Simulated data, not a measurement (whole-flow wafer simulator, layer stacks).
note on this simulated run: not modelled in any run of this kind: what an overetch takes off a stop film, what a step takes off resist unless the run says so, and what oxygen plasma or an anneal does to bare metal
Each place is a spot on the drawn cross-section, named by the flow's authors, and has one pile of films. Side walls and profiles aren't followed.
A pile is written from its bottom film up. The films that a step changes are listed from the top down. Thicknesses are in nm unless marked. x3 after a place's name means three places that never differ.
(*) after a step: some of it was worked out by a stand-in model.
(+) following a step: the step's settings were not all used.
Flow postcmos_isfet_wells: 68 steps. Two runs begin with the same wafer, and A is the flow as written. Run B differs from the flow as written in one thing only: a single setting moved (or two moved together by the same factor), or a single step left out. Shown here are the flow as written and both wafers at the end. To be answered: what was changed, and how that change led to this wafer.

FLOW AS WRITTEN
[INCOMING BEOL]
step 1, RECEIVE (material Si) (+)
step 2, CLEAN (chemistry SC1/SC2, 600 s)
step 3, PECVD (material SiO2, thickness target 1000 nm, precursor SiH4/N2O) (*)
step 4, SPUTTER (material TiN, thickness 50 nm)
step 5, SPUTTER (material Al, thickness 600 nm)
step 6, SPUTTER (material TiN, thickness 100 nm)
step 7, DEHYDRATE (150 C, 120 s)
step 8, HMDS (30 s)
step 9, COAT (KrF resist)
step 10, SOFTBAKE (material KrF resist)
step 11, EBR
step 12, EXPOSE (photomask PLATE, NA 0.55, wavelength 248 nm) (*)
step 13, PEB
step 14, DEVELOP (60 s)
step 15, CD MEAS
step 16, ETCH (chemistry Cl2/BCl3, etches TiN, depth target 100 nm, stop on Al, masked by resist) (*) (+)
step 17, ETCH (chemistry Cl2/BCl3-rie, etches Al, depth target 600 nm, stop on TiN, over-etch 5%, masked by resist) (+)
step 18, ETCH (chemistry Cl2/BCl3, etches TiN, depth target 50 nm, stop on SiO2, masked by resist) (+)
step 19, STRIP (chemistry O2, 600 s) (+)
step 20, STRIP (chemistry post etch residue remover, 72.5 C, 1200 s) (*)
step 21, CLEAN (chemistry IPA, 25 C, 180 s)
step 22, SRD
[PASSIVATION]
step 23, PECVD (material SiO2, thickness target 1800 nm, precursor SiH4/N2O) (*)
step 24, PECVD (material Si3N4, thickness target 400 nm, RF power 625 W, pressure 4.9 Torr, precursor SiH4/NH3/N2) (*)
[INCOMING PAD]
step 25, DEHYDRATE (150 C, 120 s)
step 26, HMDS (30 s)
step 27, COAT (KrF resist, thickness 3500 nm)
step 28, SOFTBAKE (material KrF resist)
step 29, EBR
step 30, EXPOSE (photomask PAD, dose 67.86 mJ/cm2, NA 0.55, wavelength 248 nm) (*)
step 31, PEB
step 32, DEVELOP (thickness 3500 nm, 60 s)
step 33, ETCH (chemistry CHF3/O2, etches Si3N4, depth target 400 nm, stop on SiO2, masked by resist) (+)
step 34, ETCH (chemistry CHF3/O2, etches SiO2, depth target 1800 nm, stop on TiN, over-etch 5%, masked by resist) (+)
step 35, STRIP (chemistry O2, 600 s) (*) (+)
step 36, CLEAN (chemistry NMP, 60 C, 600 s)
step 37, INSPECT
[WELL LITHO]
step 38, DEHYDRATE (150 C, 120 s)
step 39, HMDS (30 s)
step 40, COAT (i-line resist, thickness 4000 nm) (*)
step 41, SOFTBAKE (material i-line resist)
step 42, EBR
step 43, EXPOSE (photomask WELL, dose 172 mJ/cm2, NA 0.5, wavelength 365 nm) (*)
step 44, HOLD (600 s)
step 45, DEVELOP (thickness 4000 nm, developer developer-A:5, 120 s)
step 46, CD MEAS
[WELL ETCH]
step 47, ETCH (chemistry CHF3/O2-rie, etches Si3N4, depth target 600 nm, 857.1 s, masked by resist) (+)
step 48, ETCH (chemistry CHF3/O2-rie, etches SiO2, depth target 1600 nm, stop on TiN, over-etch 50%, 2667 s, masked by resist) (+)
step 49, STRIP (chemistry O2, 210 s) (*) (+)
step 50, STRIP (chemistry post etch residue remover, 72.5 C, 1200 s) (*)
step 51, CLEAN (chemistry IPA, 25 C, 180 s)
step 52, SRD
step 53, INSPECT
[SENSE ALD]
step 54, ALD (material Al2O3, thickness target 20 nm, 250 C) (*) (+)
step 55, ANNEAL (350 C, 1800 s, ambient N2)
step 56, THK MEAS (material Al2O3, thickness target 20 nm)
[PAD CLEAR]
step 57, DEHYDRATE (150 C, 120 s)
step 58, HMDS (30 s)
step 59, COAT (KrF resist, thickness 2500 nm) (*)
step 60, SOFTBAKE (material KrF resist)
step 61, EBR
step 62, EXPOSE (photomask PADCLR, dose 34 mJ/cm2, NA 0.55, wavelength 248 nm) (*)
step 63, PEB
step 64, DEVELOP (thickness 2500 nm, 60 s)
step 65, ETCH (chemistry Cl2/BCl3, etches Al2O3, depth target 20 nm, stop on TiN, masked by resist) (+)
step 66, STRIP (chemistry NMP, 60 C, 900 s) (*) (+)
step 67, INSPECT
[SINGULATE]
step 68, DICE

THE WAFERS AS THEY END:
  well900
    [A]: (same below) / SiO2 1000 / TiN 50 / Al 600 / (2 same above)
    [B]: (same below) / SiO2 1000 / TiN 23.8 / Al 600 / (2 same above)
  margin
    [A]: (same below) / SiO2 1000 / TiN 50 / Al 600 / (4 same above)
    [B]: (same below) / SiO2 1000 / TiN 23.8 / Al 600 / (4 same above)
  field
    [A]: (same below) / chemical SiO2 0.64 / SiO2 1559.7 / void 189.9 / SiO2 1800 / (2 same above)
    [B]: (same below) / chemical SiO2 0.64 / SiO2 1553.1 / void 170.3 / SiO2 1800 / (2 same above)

The reason: step 4, SPUTTER: thickness 23.8 nm was run, while the flow as written has thickness 50 nm.
The wafer lets one read it off: well900 has TiN 23.8, and step 4 as written asks for 50 nm.

Step by step, how the change led to this:
  step 4, SPUTTER (material TiN, thickness 50 nm)
      field, margin, well900, well1300 x3, pad_rim, pad_clr, pad_open: A +50 TiN (new film) | B +23.8 TiN (new film)
  step 18, ETCH (chemistry Cl2/BCl3, etches TiN, depth target 50 nm, stop on SiO2, masked by resist) (+)
      margin, well900, well1300 x3, pad_rim, pad_clr, pad_open: A -20 KrF resist | B -14.3 KrF resist
      field: A -50 TiN (all of it) | B -23.8 TiN (all of it)
  step 23, PECVD (material SiO2, thickness target 1800 nm, precursor SiH4/N2O) (*)
      field: A +1800 SiO2 (new film), +189.9 void (new film), +559.7 SiO2 | B +1800 SiO2 (new film), +170.3 void (new film), +553.1 SiO2
